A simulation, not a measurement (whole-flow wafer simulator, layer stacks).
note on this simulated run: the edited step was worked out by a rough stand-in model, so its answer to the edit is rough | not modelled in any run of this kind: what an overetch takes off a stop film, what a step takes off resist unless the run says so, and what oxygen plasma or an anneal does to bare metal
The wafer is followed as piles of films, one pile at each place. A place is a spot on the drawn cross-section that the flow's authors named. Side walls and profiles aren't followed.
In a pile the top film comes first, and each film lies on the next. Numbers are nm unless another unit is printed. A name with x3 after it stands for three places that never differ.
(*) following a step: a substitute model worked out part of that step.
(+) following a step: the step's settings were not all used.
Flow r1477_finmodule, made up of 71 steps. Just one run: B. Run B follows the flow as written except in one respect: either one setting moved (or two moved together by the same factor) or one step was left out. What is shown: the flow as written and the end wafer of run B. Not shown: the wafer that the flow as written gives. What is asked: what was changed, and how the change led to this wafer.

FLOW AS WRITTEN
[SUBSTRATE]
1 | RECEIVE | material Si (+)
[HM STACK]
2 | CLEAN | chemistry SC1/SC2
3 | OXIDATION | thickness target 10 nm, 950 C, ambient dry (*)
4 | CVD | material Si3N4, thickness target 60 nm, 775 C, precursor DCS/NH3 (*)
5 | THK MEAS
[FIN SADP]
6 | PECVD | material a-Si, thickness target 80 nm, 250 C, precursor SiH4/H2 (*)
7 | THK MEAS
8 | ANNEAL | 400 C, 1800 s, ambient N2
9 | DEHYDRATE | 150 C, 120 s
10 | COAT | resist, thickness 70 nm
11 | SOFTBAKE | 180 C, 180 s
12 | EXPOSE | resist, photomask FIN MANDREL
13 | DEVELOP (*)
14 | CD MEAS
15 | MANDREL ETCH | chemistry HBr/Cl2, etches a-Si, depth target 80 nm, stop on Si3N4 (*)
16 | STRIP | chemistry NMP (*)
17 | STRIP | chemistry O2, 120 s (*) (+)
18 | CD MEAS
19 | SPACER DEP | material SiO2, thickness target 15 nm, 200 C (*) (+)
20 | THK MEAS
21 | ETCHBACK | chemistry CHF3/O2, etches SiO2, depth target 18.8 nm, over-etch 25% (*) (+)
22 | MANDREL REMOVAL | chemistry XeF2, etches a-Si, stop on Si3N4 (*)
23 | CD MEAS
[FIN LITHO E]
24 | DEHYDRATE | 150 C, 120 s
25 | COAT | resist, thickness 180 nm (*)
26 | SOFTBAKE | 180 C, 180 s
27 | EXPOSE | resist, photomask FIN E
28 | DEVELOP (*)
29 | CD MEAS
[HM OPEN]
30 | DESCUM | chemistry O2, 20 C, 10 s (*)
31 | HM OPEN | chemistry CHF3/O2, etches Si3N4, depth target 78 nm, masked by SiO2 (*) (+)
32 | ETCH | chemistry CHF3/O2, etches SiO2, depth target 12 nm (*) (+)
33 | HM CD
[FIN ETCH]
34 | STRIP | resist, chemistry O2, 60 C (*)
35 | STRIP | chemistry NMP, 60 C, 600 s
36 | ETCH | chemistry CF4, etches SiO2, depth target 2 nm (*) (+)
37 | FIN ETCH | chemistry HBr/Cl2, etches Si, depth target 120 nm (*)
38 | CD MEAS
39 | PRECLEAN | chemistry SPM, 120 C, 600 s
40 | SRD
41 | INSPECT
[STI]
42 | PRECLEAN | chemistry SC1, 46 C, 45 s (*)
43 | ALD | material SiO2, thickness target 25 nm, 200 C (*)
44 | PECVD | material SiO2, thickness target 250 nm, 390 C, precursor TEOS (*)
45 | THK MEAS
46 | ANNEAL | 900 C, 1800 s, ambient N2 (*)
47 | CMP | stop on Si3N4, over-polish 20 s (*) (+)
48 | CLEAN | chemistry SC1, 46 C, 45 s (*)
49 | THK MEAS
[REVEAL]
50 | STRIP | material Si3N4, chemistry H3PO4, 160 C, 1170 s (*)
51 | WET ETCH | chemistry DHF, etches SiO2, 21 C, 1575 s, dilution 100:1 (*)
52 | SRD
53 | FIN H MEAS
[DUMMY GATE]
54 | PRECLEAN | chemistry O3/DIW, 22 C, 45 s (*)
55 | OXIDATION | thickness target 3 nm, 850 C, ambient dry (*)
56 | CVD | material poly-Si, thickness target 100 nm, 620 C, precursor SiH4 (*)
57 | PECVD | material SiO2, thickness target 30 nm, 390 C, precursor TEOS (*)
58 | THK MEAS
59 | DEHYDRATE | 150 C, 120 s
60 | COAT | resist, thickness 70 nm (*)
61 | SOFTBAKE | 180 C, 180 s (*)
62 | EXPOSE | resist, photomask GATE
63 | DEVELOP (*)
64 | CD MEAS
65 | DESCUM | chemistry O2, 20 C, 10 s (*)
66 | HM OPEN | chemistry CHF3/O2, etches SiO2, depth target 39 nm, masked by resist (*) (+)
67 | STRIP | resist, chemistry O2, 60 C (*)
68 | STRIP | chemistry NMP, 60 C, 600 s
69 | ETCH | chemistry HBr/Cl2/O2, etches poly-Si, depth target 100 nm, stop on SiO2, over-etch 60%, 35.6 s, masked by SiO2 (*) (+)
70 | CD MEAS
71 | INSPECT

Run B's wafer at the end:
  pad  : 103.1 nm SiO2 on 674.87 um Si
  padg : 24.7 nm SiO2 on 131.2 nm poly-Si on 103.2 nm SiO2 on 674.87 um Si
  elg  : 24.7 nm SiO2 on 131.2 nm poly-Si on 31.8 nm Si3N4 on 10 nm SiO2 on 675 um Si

The reason: step 56, CVD: thickness target 131.2 nm was run, though the flow has thickness target 100 nm.
One can read it off the wafer: padg has poly-Si 131.2, and step 56 as written asks for 100 nm.

How this came from the change, step by step:
  56 | CVD | material poly-Si, thickness target 100 nm, 620 C, precursor SiH4 (*)
      pad, padg, elg and 26 more: poly-Si gains 131.2 (new film) (in the flow as written it would be: poly-Si gains 100 (new film))
      s40cg, s40co: poly-Si gains 145.6 (new film) (in the flow as written it would be: poly-Si gains 113.9 (new film))
      (as well as at 5 more places)
  67 | STRIP | resist, chemistry O2, 60 C (*)
      s50cg: resist loses 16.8 (all of it) (in the flow as written it would be: resist loses 17.4 (all of it))
  69 | ETCH | chemistry HBr/Cl2/O2, etches poly-Si, depth target 100 nm, stop on SiO2, over-etch 60%, 35.6 s, masked by SiO2 (*) (+)
      elo, e40lo, e100lo, e200lo: chemical SiO2 loses 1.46 (all of it), poly-Si loses 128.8 (all of it) (in the flow as written it would be: chemical SiO2 loses 1.46 (all of it), poly-Si loses 97.6 (all of it), Si3N4 loses 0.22)
      pad, eso, e40so and 8 more: chemical SiO2 loses 1.46 (all of it), poly-Si loses 128.8 (all of it), SiO2 loses 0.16 (in the flow as written it would be: chemical SiO2 loses 1.46 (all of it), poly-Si loses 97.6 (all of it), SiO2 loses 0.42)
      (as well as at 3 more places)
